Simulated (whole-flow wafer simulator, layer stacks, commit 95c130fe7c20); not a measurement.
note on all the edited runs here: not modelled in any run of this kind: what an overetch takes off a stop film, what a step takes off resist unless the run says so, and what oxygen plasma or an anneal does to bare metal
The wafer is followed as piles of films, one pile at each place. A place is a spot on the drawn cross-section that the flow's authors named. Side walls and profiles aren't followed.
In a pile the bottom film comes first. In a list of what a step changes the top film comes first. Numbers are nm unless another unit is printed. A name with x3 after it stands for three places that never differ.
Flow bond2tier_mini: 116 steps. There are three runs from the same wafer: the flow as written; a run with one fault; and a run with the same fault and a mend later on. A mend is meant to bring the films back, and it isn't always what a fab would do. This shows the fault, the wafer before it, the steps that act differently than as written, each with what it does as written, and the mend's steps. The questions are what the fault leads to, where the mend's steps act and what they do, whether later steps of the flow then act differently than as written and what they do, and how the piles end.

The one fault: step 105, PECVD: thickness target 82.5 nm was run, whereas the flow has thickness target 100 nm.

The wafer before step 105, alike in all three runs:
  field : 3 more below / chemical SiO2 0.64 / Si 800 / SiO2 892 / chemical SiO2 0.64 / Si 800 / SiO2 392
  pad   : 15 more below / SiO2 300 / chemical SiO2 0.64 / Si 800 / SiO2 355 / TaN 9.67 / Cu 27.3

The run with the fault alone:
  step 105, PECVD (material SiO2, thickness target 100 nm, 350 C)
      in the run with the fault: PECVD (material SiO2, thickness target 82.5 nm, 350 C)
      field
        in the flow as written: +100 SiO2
        in the run with the fault: +82.5 SiO2
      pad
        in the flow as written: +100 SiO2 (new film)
        in the run with the fault: +82.5 SiO2 (new film)
  Steps later in the flow that act otherwise than as written (not shown: 2 more steps that differ only slightly, by at most 2% or 0.5 nm, whichever is larger):
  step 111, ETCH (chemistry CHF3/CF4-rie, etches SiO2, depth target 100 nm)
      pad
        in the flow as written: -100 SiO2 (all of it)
        in the run with the fault: -82.5 SiO2 (all of it), -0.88 Cu
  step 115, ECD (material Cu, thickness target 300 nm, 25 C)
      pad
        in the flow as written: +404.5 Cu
        in the run with the fault: +387.1 Cu
  The piles end different from the flow's at field, pad by more than 2% or 0.5 nm, whichever is larger.
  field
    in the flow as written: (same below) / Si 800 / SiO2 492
    in the run with the fault: (same below) / Si 800 / SiO2 474.5
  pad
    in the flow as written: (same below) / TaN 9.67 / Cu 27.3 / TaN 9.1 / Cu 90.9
    in the run with the fault: (same below) / TaN 9.67 / Cu 26.5 / TaN 9.29 / Cu 74.1

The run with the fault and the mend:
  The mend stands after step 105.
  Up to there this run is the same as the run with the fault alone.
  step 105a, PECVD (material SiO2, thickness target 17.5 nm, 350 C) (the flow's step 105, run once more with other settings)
      field, pad
        +17.5 SiO2
  Later steps of the flow that are run all act as written at every place that is followed.
  By the end, the piles equal the flow's at every place that both follow.
